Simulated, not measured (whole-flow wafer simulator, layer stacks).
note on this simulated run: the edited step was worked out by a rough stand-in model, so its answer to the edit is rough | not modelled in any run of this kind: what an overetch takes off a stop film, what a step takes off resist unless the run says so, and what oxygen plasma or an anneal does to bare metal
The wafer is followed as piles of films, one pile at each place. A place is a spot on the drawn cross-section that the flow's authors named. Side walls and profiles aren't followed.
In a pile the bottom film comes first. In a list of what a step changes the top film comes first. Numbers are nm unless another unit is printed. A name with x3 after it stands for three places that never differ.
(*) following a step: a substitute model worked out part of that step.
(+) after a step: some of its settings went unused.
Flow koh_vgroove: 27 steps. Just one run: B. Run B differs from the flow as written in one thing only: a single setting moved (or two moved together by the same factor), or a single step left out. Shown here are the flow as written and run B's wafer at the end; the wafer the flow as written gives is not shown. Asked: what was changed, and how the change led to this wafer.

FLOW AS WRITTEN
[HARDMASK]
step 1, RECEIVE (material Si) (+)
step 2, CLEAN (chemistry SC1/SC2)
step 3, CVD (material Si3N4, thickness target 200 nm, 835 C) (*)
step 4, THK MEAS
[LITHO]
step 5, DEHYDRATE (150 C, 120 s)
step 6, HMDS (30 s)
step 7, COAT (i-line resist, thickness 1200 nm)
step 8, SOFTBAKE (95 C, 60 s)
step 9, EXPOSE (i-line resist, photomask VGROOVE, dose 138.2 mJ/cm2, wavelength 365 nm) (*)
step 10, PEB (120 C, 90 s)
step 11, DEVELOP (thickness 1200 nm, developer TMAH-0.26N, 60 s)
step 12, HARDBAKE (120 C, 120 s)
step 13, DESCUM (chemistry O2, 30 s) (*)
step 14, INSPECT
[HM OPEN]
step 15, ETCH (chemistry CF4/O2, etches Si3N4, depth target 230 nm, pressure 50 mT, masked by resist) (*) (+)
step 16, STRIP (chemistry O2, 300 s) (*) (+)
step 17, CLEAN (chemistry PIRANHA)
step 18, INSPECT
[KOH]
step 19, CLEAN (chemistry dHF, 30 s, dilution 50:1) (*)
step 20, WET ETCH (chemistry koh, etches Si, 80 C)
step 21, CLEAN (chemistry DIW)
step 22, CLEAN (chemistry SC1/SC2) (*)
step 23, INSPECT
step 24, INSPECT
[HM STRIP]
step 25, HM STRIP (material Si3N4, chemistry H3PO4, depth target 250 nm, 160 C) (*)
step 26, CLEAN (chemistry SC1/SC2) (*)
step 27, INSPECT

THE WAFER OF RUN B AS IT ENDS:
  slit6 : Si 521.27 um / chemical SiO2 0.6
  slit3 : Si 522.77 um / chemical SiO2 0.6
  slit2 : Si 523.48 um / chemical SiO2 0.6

What caused this: step 15, ETCH: depth target 203.8 nm was run, while the flow as written has depth target 230 nm.

Step by step, how the change led to this:
  step 15, ETCH (chemistry CF4/O2, etches Si3N4, depth target 230 nm, pressure 50 mT, masked by resist) (*) (+)
      slit3, slit2, slit6, slit20: Si3N4 loses 200 (all of it), chemical SiO2 loses 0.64 (all of it), Si loses 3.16 (as written it would have been: Si3N4 loses 200 (all of it), chemical SiO2 loses 0.64 (all of it), Si loses 29.4)
      field: i-line resist loses 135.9 (as written it would have been: i-line resist loses 153.3)
